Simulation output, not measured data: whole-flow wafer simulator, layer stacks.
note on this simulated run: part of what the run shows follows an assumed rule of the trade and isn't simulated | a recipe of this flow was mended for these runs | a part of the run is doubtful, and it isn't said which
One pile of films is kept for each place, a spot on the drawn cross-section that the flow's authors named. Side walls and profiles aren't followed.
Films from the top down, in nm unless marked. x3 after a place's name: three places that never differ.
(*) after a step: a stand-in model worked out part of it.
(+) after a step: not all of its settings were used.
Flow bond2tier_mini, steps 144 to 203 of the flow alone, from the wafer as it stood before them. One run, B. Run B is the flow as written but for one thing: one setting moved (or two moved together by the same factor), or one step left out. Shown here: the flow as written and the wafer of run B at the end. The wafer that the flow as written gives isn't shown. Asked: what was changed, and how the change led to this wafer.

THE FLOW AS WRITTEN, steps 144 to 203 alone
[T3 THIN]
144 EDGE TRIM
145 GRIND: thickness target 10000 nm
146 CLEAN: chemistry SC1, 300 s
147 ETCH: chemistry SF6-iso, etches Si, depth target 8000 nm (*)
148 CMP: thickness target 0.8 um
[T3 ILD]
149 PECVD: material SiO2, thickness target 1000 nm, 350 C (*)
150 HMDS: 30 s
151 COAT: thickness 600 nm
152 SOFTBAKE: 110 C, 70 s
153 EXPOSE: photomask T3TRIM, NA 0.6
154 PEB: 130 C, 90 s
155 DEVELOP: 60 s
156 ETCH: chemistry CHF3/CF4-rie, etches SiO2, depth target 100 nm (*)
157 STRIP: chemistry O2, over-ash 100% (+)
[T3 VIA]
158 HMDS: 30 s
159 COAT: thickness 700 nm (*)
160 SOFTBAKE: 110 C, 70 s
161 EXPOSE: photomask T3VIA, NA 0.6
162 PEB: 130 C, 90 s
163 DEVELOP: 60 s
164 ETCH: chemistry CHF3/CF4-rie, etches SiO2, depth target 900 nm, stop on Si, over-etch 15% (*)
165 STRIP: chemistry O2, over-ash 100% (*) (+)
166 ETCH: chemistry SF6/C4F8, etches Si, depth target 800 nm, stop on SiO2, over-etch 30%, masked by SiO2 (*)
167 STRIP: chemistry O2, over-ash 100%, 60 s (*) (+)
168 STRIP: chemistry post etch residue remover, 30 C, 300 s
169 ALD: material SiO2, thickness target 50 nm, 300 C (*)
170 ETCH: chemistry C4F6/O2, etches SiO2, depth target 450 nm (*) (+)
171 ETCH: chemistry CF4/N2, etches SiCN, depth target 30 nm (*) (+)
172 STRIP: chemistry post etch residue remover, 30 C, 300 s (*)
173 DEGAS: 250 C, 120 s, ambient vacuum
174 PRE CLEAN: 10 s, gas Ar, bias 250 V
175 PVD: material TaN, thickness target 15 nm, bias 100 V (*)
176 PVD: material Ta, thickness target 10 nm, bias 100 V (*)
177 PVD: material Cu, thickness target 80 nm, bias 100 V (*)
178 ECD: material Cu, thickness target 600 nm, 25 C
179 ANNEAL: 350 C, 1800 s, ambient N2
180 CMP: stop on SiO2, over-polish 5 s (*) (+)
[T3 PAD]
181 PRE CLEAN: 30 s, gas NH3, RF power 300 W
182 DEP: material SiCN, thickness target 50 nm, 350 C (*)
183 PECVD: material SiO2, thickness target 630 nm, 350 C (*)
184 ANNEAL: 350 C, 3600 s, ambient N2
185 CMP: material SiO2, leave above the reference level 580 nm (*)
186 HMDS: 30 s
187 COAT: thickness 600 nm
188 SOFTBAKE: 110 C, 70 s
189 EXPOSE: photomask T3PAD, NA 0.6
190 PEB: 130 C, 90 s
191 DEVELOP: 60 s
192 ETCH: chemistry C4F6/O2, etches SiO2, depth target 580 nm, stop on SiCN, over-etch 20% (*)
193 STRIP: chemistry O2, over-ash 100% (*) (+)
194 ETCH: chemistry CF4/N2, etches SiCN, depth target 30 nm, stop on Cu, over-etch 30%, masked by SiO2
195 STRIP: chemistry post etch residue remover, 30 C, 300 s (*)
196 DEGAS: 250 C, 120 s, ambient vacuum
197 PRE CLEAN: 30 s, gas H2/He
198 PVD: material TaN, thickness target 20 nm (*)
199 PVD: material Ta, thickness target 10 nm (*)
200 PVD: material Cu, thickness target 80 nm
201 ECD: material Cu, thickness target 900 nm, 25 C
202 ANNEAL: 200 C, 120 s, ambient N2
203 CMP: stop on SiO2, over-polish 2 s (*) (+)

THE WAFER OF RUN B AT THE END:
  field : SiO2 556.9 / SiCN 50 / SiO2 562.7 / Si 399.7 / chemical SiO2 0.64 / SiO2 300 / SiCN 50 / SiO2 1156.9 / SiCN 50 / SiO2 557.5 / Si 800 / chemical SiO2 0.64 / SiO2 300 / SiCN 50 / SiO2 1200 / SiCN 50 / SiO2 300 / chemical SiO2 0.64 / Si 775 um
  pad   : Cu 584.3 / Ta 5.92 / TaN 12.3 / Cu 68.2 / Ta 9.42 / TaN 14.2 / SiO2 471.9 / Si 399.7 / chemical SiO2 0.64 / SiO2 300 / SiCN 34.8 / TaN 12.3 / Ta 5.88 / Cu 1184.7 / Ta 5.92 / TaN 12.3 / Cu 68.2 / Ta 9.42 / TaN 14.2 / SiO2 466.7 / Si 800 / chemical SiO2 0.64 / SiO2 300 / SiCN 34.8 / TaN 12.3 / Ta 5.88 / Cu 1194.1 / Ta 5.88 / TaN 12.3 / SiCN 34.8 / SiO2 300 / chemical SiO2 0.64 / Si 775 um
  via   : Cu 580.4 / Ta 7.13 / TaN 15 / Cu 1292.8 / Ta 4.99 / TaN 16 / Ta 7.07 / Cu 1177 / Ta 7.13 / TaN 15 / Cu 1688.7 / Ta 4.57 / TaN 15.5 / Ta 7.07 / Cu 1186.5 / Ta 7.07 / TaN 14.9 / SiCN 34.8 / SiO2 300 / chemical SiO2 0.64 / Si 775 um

The cause: step 147, ETCH: depth target 9600 nm was run, where the flow has depth target 8000 nm.

How the change led to this, step by step:
  147 ETCH: chemistry SF6-iso, etches Si, depth target 8000 nm (*)
      field, pad, via: chemical SiO2 -0.6 (all of it), Si -9600 (as written it would be: chemical SiO2 -0.6 (all of it), Si -8000)
  148 CMP: thickness target 0.8 um
      field, pad, via: nothing (as written it would be: Si -1199.7)
  166 ETCH: chemistry SF6/C4F8, etches Si, depth target 800 nm, stop on SiO2, over-etch 30%, masked by SiO2 (*)
      field, pad: SiO2 -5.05 (as written it would be: SiO2 -10.3)
      via: Si -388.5 (all of it), chemical SiO2 -0.64 (all of it), SiO2 -5.87 (as written it would be: Si -788.8 (all of it), chemical SiO2 -0.64 (all of it), SiO2 -1.87)
  170 ETCH: chemistry C4F6/O2, etches SiO2, depth target 450 nm (*) (+)
      via: SiO2 -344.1 (all of it), SiCN -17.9 (as written it would be: SiO2 -348.1 (all of it), SiCN -17.2)
  171 ETCH: chemistry CF4/N2, etches SiCN, depth target 30 nm (*) (+)
      via: SiCN -17 (all of it), TaN -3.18 (as written it would be: SiCN -17.6 (all of it), TaN -3.01)
  175 PVD: material TaN, thickness target 15 nm, bias 100 V (*)
      via: TaN +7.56 (as written it would be: TaN +6.94)
  177 PVD: material Cu, thickness target 80 nm, bias 100 V (*)
      via: Cu +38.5 (new film) (as written it would be: Cu +35 (new film))
  178 ECD: material Cu, thickness target 600 nm, 25 C
      via: Cu +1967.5 (as written it would be: Cu +2367)
